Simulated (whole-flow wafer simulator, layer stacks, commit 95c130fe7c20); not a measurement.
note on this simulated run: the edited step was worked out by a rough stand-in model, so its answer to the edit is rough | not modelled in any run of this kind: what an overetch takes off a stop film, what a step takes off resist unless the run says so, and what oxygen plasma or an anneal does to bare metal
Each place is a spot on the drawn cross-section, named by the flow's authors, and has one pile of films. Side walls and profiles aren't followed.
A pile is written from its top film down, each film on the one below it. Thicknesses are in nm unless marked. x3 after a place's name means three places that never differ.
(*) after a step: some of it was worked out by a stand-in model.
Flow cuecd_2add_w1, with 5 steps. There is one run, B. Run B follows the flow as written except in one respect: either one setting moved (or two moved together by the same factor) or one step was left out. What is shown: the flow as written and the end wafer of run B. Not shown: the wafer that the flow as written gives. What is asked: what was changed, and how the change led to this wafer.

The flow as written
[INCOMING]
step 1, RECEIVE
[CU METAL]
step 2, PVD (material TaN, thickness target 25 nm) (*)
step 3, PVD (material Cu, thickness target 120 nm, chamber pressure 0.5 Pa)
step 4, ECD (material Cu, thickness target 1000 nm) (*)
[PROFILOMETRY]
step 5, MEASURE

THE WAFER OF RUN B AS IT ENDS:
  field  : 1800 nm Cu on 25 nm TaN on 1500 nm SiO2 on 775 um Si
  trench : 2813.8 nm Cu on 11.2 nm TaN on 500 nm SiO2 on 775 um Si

What caused this: step 4, ECD: thickness target 1680 nm was run, while the flow as written has thickness target 1000 nm.

The path from the change to this, step by step:
  step 4, ECD (material Cu, thickness target 1000 nm) (*)
      field: +1680 Cu (as written it would have been: +1000 Cu)
      trench: +2760.2 Cu (as written it would have been: +2080.2 Cu)
